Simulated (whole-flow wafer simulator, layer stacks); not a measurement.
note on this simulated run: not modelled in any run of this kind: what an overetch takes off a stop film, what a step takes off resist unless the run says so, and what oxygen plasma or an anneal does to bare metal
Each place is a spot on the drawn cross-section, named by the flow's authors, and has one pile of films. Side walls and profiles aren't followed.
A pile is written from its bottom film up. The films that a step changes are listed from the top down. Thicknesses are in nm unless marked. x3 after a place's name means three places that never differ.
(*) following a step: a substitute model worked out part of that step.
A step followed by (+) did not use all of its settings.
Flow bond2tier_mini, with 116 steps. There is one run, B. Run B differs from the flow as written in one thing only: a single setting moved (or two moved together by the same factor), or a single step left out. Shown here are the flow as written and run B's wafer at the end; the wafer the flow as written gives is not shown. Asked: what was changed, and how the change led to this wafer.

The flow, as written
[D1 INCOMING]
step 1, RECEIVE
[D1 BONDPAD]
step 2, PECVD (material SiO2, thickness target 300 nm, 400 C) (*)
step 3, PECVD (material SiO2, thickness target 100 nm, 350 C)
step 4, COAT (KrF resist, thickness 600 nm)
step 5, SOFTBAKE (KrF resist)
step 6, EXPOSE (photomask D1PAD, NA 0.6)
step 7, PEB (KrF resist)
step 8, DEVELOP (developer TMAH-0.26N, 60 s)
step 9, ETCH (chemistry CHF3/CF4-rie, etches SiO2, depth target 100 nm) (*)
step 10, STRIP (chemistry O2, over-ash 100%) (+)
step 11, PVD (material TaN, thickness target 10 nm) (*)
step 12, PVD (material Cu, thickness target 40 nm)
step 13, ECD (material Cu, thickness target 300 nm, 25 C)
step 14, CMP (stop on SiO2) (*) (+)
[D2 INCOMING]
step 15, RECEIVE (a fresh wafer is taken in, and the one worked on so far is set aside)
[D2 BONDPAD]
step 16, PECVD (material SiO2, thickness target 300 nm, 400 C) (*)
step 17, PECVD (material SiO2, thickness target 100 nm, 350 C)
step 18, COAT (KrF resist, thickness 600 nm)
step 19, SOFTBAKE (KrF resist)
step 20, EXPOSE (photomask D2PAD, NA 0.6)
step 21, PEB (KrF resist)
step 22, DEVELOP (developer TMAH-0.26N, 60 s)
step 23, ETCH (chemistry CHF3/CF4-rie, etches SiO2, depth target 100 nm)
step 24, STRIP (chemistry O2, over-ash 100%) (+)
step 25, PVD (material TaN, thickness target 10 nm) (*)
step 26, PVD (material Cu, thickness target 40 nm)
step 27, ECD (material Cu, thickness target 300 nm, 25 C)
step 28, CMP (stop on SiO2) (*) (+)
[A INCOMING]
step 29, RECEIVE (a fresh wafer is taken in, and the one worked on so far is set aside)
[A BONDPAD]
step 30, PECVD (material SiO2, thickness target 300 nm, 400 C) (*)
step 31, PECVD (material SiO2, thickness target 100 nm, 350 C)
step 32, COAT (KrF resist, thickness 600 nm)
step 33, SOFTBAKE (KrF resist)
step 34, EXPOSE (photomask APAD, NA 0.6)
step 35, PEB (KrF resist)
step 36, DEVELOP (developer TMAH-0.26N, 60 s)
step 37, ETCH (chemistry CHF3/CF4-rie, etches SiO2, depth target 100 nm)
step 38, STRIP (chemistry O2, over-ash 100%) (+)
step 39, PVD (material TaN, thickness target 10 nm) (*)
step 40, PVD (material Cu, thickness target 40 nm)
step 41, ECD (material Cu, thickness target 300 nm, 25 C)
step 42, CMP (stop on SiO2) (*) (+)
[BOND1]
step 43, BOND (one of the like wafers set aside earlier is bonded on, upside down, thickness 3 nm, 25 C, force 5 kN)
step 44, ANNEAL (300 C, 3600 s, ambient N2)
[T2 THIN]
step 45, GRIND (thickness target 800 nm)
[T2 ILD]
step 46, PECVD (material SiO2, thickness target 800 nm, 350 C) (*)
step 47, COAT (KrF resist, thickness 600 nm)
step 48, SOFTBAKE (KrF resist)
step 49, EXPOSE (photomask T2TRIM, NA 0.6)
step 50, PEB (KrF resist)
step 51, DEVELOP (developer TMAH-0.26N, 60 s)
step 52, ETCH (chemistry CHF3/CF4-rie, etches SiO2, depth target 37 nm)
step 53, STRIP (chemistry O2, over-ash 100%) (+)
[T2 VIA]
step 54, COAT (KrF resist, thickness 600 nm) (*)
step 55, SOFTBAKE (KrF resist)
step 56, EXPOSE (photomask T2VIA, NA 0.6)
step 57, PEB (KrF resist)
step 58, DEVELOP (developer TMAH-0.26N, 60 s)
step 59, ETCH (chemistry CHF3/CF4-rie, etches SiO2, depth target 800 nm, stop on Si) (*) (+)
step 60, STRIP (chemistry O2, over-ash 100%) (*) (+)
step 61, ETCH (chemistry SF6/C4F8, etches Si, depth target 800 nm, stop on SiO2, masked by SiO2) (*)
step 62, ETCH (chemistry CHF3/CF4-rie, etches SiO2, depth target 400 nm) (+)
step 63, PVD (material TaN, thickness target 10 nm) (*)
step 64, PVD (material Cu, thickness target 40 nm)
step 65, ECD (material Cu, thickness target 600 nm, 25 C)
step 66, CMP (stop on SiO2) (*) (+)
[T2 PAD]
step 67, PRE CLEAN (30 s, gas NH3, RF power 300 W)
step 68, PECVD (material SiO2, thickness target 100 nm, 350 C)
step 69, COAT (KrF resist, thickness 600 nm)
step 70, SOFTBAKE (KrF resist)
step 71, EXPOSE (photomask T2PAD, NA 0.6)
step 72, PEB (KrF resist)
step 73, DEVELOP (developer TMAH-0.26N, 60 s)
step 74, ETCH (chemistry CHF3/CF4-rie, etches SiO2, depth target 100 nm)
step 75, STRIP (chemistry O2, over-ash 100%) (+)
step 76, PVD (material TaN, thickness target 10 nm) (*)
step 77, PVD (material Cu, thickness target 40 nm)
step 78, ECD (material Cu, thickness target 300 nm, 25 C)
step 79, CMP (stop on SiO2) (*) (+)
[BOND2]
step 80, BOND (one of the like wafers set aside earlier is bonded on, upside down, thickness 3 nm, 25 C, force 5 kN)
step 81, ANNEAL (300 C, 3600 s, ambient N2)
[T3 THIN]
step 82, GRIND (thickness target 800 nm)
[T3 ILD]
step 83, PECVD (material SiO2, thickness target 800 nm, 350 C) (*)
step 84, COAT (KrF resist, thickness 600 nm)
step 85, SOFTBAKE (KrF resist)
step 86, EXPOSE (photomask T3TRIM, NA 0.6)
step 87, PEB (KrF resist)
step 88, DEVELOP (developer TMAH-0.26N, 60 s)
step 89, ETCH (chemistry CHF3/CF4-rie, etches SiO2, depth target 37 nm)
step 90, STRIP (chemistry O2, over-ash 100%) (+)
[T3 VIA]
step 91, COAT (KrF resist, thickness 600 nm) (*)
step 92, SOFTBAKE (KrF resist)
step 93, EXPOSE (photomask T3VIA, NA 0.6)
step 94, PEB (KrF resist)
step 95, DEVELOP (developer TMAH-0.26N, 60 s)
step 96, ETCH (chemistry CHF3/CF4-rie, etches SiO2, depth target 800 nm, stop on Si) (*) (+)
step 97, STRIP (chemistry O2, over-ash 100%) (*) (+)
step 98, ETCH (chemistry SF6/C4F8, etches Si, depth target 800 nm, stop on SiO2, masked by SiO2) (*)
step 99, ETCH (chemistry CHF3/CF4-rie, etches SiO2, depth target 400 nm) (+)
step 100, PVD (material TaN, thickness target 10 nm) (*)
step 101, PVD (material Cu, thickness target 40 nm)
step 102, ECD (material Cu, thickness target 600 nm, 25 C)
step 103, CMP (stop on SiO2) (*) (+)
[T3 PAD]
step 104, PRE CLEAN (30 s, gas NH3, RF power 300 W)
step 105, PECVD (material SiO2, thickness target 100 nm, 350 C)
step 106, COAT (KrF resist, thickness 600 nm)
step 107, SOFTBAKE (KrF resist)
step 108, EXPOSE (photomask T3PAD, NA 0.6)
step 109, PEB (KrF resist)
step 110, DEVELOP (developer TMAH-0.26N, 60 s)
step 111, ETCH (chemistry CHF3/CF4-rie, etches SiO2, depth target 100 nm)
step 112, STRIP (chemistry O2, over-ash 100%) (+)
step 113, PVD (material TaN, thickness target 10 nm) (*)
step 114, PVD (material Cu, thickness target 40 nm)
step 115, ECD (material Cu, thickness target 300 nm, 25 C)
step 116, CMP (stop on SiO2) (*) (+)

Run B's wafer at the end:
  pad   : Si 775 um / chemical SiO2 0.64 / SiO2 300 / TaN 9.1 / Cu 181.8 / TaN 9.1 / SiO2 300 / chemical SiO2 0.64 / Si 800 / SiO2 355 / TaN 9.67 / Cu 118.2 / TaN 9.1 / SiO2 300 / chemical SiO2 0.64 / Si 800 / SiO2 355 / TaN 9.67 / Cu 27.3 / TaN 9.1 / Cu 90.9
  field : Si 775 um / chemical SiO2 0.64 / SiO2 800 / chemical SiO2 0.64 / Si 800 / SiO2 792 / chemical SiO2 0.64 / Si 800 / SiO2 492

Cause: step 68, PECVD: material SiO2, thickness target 100 nm, 350 C, was not run.

How this came from the change, step by step:
  step 74, ETCH (chemistry CHF3/CF4-rie, etches SiO2, depth target 100 nm)
      pad: nothing (as written it would have been: SiO2 loses 100 (all of it))
  step 76, PVD (material TaN, thickness target 10 nm) (*)
      pad: TaN gains 10 (new film) (as written it would have been: TaN gains 9.1 (new film))
  step 77, PVD (material Cu, thickness target 40 nm)
      pad: Cu gains 40 (new film) (as written it would have been: Cu gains 36.4 (new film))
  step 78, ECD (material Cu, thickness target 300 nm, 25 C)
      pad: Cu gains 300 (as written it would have been: Cu gains 404.5)
  step 79, CMP (stop on SiO2) (*) (+)
      pad: Cu loses 340 (all of it), TaN loses 10 (all of it) (as written it would have been: Cu loses 350)
